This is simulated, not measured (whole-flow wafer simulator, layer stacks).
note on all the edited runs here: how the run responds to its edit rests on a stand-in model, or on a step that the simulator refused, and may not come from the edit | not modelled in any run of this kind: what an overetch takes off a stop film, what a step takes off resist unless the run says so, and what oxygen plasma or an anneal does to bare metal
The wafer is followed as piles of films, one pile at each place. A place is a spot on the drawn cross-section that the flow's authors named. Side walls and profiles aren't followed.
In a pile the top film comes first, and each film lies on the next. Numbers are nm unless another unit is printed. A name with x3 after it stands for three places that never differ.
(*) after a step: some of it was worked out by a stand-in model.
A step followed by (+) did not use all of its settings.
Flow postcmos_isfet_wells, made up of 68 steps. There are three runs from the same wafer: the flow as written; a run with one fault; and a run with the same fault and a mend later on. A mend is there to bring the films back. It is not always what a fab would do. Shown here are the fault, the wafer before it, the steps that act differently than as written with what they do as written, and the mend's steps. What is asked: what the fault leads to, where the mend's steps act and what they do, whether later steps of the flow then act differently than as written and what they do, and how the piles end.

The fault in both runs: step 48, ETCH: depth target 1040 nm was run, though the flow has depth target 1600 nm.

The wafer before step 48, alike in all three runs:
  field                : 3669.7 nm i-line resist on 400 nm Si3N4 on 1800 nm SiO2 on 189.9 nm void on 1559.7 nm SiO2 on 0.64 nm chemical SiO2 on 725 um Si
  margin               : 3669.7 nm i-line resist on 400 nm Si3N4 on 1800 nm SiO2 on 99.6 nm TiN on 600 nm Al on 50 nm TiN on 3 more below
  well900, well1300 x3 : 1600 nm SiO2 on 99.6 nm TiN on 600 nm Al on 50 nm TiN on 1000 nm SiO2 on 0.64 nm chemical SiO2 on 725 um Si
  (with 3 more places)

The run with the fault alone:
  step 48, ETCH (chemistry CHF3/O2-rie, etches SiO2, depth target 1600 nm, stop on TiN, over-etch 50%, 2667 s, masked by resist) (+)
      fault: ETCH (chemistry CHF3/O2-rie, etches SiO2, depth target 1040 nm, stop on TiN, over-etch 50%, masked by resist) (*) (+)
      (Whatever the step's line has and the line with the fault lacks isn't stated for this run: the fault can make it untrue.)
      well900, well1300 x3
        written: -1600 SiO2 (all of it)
        fault: -1560 SiO2
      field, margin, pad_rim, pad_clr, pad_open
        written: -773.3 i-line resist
        fault: -502.7 i-line resist
  Steps further on in the flow that do not act as written (4 other steps are not shown; they differ only slightly, by no more than 2% or 0.5 nm, whichever is larger):
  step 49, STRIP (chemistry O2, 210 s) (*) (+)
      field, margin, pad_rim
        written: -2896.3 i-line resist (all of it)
        fault: -3167 i-line resist (all of it)
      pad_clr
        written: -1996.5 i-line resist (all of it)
        fault: -2267.2 i-line resist (all of it)
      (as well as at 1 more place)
  At well900, well1300 x3, the piles at the end differ from the flow's by more than 2% or 0.5 nm, whichever is larger.
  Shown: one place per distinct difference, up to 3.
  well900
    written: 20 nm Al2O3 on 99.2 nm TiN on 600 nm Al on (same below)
    fault: 20 nm Al2O3 on 40 nm SiO2 on 99.6 nm TiN on 600 nm Al on (same below)

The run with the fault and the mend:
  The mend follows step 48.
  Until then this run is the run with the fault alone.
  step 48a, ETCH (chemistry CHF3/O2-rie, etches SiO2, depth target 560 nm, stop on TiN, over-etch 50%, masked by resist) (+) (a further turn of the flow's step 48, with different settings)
      field, margin, pad_rim, pad_clr, pad_open
        -270.7 i-line resist
      well900, well1300 x3
        -40 SiO2 (all of it)
  Later steps of the flow that are run all act as written at every place that is followed.
  The piles end the same as the flow's at every place that both follow.
